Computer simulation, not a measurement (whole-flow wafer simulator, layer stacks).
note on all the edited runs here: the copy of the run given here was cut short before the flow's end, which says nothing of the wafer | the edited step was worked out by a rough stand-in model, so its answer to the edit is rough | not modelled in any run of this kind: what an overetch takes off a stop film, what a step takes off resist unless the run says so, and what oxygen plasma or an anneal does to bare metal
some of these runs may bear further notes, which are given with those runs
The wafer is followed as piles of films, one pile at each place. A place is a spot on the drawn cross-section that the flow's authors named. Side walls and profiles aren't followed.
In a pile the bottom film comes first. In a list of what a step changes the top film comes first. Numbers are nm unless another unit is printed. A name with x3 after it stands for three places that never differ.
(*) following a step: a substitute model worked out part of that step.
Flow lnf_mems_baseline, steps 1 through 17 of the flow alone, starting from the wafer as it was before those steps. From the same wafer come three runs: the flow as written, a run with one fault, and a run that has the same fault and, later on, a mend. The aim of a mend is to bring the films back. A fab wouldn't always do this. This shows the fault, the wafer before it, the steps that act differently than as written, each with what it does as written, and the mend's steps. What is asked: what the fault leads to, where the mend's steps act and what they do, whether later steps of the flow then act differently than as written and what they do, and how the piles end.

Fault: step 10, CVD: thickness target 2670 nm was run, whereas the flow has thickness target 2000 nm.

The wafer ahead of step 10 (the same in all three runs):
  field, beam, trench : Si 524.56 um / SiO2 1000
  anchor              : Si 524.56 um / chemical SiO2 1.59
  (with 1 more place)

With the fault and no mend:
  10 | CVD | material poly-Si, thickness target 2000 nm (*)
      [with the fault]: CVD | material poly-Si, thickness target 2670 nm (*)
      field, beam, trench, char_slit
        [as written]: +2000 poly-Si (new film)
        [with the fault]: +2670 poly-Si (new film)
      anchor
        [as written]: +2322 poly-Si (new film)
        [with the fault]: +3207.9 poly-Si (new film)
  Later steps of the flow acting differently than as written (1 more step, not shown, differs only slightly: by at most 2% or 0.5 nm, whichever is larger):
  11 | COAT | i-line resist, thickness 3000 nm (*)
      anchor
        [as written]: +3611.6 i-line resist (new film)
        [with the fault]: +3407.3 i-line resist (new film)
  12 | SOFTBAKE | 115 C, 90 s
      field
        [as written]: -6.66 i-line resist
        [with the fault]: -5.54 i-line resist
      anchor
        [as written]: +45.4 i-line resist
        [with the fault]: +37.2 i-line resist
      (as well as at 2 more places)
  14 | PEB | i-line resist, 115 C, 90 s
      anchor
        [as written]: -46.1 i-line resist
        [with the fault]: -42.3 i-line resist
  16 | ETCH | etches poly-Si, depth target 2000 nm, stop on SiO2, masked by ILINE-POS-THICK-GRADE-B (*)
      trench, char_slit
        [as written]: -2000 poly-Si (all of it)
        [with the fault]: -2000 poly-Si
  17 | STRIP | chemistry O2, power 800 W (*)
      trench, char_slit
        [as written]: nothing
        [with the fault]: +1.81 chemical SiO2 (new film), -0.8 poly-Si
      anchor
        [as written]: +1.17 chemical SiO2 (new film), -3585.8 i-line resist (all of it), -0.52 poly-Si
        [with the fault]: +1.16 chemical SiO2 (new film), -3377 i-line resist (all of it), -0.51 poly-Si
  By the end, the piles at field, anchor, beam, trench, char_slit depart from the flow's by more than 2% or 0.5 nm, whichever is larger.
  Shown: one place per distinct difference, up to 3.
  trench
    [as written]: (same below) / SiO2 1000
    [with the fault]: (same below) / SiO2 1000 / poly-Si 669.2 / chemical SiO2 1.81
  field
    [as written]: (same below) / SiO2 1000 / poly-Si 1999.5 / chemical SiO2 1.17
    [with the fault]: (same below) / SiO2 1000 / poly-Si 2669.5 / chemical SiO2 1.16
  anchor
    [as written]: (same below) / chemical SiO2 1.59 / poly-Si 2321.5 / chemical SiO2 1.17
    [with the fault]: (same below) / chemical SiO2 1.59 / poly-Si 3207.4 / chemical SiO2 1.16

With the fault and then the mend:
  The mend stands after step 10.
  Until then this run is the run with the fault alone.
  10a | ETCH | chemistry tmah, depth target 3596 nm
      field, beam, trench, char_slit
        -2670 poly-Si (all of it)
      anchor
        -3207.9 poly-Si (all of it)
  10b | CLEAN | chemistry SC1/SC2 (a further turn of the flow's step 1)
      alters no film at any place that is followed
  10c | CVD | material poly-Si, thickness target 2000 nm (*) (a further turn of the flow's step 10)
      field, beam, trench, char_slit
        +2000 poly-Si (new film)
      anchor
        +2322 poly-Si (new film)
  Later steps of the flow that are run all act as written at every place that is followed.
  The piles end the same as the flow's at every place that both follow.
